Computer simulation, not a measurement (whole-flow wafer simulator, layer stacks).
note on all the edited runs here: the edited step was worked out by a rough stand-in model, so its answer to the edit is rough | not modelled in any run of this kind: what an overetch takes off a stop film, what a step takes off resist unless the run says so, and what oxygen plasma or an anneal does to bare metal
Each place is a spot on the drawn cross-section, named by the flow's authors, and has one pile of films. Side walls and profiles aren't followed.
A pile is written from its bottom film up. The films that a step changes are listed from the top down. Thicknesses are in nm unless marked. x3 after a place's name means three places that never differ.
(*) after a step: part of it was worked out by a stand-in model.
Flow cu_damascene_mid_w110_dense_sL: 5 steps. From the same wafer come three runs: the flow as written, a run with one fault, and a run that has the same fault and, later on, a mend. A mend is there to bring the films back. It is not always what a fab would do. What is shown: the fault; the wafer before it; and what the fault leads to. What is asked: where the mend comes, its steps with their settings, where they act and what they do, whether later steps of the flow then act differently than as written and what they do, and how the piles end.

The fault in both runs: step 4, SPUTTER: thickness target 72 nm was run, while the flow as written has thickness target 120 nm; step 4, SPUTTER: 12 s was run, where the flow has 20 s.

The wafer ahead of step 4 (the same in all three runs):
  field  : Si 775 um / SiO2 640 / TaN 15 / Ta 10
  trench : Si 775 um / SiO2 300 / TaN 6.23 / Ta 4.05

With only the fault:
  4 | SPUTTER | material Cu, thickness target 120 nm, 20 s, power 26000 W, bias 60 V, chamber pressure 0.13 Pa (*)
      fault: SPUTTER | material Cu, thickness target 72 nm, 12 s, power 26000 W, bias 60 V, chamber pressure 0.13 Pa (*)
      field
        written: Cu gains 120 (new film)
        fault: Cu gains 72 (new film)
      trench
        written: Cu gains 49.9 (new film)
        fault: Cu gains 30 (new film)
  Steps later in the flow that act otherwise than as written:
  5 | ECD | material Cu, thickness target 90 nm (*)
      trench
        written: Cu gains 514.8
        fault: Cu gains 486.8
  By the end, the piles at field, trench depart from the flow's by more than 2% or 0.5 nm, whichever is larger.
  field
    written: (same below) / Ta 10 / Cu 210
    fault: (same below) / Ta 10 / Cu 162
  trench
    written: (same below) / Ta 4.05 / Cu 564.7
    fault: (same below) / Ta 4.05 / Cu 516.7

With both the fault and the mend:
  The mend stands after step 4.
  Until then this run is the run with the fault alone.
  4a | SPUTTER | material Cu, thickness target 48 nm, 8 s, power 26000 W, bias 60 V, chamber pressure 0.13 Pa (*) (a further turn of the flow's step 4, with different settings)
      field
        Cu gains 48
      trench
        Cu gains 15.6
  None of the later steps of the flow differs from how it acts as written, at any place that is followed, by more than 2% or 0.5 nm, whichever is larger.
  At every place that both follow, the piles at the end match the flow's.
